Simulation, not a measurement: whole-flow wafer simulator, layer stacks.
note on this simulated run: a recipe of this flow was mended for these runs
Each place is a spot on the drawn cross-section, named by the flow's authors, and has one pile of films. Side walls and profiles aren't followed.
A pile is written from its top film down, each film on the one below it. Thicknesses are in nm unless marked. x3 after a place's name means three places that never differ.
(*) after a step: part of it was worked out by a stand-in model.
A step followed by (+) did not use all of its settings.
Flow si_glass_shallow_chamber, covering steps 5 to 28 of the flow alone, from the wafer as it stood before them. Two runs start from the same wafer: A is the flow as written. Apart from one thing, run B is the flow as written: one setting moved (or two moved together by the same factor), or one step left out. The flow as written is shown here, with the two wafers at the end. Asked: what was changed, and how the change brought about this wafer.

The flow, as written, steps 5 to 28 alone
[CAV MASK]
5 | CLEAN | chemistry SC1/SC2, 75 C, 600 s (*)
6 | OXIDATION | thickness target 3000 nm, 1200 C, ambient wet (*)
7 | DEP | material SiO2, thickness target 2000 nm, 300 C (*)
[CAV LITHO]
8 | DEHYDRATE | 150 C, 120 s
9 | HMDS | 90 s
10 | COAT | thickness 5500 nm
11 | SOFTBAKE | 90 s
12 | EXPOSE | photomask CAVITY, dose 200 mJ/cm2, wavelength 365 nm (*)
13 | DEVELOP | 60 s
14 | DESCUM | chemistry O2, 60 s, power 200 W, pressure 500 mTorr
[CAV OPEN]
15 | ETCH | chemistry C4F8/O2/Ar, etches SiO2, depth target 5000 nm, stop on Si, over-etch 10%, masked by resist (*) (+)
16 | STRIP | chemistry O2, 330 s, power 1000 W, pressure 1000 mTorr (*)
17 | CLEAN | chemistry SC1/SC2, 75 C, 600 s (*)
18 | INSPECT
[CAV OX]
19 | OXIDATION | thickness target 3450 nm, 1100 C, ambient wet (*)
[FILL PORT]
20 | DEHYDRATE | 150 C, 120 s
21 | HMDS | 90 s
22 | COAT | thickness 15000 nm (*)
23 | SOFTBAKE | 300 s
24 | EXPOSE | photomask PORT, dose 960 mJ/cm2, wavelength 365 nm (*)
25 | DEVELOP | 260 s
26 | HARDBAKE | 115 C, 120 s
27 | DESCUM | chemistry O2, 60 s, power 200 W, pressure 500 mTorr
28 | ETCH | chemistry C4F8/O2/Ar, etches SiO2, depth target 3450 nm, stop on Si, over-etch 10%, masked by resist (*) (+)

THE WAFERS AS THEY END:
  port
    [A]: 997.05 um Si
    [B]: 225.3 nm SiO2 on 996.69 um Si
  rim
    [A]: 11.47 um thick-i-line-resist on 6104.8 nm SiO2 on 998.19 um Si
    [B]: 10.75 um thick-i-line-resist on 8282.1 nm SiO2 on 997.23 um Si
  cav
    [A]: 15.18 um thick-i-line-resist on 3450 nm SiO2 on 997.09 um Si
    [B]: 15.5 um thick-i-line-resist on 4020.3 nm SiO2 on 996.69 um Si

Cause: step 6, OXIDATION: thickness target 5503 nm was run, while the flow as written has thickness target 3000 nm.

The path from the change to this, step by step:
  6 | OXIDATION | thickness target 3000 nm, 1200 C, ambient wet (*)
      rim, ramp, cav, port, septum, ring: A SiO2 gains 3000 (new film), chemical SiO2 loses 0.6 (all of it), Si loses 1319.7 | B SiO2 gains 5503 (new film), chemical SiO2 loses 0.6 (all of it), Si loses 2421.1
  15 | ETCH | chemistry C4F8/O2/Ar, etches SiO2, depth target 5000 nm, stop on Si, over-etch 10%, masked by resist (*) (+)
      cav, port: A SiO2 loses 5000 (all of it), Si loses 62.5 | B SiO2 loses 5500
  16 | STRIP | chemistry O2, 330 s, power 1000 W, pressure 1000 mTorr (*)
      cav, port: A chemical SiO2 gains 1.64 (new film), Si loses 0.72 | B nothing
  17 | CLEAN | chemistry SC1/SC2, 75 C, 600 s (*)
      cav, port: A chemical SiO2 loses 1.04, Si loses 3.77 | B SiO2 loses 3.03
  19 | OXIDATION | thickness target 3450 nm, 1100 C, ambient wet (*)
      cav, port: A SiO2 gains 3450 (new film), chemical SiO2 loses 0.6 (all of it), Si loses 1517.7 | B SiO2 gains 2020.4, Si loses 889
      rim, ramp, septum, ring: A SiO2 gains 1110.9, Si loses 488.8 | B SiO2 gains 785.1, Si loses 345.5
  22 | COAT | thickness 15000 nm (*)
      rim: A thick-i-line-resist gains 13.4 um (new film) | B thick-i-line-resist gains 12.97 um (new film)
      ramp: A thick-i-line-resist gains 12.89 um (new film) | B thick-i-line-resist gains 12.33 um (new film)
      (and at 4 other places as well)
  23 | SOFTBAKE | 300 s
      rim: A thick-i-line-resist loses 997 | B thick-i-line-resist loses 1298.2
      ramp: A thick-i-line-resist loses 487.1 | B thick-i-line-resist loses 649.9
      (and at 4 other places as well)
  25 | DEVELOP | 260 s
      port: A thick-i-line-resist loses 16.16 um (all of it) | B thick-i-line-resist loses 16.48 um (all of it)
  26 | HARDBAKE | 115 C, 120 s
      rim, ramp: A thick-i-line-resist loses 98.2 | B thick-i-line-resist loses 89.6
      cav: A thick-i-line-resist loses 147.1 | B thick-i-line-resist loses 151.6
  28 | ETCH | chemistry C4F8/O2/Ar, etches SiO2, depth target 3450 nm, stop on Si, over-etch 10%, masked by resist (*) (+)
      port: A SiO2 loses 3450 (all of it), Si loses 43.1 | B SiO2 loses 3795
